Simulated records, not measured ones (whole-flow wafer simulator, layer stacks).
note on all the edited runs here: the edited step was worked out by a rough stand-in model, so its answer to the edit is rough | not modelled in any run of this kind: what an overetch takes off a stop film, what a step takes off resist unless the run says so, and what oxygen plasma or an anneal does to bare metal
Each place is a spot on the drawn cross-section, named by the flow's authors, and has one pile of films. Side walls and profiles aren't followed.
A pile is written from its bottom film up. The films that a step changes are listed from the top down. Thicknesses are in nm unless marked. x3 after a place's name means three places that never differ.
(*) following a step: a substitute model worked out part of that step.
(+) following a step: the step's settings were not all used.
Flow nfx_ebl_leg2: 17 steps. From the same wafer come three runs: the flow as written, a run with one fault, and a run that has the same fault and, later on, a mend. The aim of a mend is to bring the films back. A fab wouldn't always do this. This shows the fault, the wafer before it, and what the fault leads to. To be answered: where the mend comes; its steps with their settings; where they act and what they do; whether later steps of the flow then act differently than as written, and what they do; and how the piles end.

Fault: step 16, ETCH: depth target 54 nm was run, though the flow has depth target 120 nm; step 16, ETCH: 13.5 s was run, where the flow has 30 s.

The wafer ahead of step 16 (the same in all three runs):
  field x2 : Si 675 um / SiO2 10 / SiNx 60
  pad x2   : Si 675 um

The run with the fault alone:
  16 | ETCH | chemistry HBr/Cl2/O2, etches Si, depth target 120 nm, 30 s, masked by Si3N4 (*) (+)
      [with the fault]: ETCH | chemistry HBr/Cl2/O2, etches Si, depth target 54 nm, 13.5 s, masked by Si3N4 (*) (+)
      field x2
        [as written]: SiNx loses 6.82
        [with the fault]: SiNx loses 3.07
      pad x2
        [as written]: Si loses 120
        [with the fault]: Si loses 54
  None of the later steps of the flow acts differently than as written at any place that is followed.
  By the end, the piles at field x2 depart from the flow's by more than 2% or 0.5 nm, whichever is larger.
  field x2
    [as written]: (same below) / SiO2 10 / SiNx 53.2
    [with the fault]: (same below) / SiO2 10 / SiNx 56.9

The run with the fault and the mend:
  The mend follows step 17.
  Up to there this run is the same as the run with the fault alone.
  17a | ETCH | chemistry HBr/Cl2/O2, etches Si, depth target 66 nm, 16.5 s, masked by Si3N4 (*) (+) (a further turn of the flow's step 16, with different settings)
      field x2
        SiNx loses 3.75
      pad x2
        Si loses 66
  None of the later steps of the flow acts differently than as written at any place that is followed.
  The piles end the same as the flow's at every place that both follow.
